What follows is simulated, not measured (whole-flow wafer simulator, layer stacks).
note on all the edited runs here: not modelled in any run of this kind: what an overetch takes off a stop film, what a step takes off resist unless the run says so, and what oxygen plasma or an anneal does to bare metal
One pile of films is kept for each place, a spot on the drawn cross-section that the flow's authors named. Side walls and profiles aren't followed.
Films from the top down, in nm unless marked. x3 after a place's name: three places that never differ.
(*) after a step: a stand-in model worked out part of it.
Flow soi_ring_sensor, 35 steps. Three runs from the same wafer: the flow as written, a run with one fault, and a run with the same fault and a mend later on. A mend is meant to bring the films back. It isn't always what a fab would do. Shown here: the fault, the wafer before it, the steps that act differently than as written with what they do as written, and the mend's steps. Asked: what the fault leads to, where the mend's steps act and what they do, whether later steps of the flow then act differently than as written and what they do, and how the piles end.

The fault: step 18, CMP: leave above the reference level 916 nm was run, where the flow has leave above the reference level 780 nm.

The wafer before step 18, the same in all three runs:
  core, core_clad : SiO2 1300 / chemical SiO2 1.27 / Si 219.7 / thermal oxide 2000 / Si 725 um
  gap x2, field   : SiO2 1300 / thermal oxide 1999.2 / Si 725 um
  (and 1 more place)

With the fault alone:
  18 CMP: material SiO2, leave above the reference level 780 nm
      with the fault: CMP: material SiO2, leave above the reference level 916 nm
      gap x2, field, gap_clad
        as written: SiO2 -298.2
        with the fault: SiO2 -162.2
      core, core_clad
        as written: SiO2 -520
        with the fault: SiO2 -384
  Later steps of the flow that act differently than as written:
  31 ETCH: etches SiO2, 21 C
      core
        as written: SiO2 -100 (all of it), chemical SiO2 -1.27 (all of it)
        with the fault: SiO2 -236 (all of it), chemical SiO2 -1.27 (all of it)
  At the end the piles differ from the flow's by more than 2% or 0.5 nm, whichever is larger, at field, core_clad.
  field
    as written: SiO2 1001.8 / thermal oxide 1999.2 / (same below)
    with the fault: SiO2 1137.8 / thermal oxide 1999.2 / (same below)
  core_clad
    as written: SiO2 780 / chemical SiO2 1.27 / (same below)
    with the fault: SiO2 916 / chemical SiO2 1.27 / (same below)

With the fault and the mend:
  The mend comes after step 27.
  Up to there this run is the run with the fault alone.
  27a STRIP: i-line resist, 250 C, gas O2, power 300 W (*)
      field, core_clad, gap_clad
        i-line resist -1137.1 (all of it)
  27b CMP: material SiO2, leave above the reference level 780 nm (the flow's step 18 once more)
      core, gap x2, field, core_clad, gap_clad
        SiO2 -136
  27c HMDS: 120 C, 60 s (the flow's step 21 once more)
      changes no film at any place that is followed
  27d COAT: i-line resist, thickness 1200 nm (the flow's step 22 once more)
      core, gap x2, field, core_clad, gap_clad
        i-line resist +1200 (new film)
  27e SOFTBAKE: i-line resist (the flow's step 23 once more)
      changes no film at any place that is followed
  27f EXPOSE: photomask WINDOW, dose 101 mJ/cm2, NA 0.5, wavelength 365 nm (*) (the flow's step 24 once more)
      changes no film at any place that is followed
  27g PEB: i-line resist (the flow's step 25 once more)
      core, gap x2, field, core_clad, gap_clad
        i-line resist -62.8
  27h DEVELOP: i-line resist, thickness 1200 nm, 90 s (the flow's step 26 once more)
      core, gap x2
        i-line resist -1137.2 (all of it)
      field, core_clad, gap_clad
        i-line resist -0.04
  No later step of the flow acts differently than as written at any place that is followed.
  At the end the piles are the same as the flow's at every place that both follow.
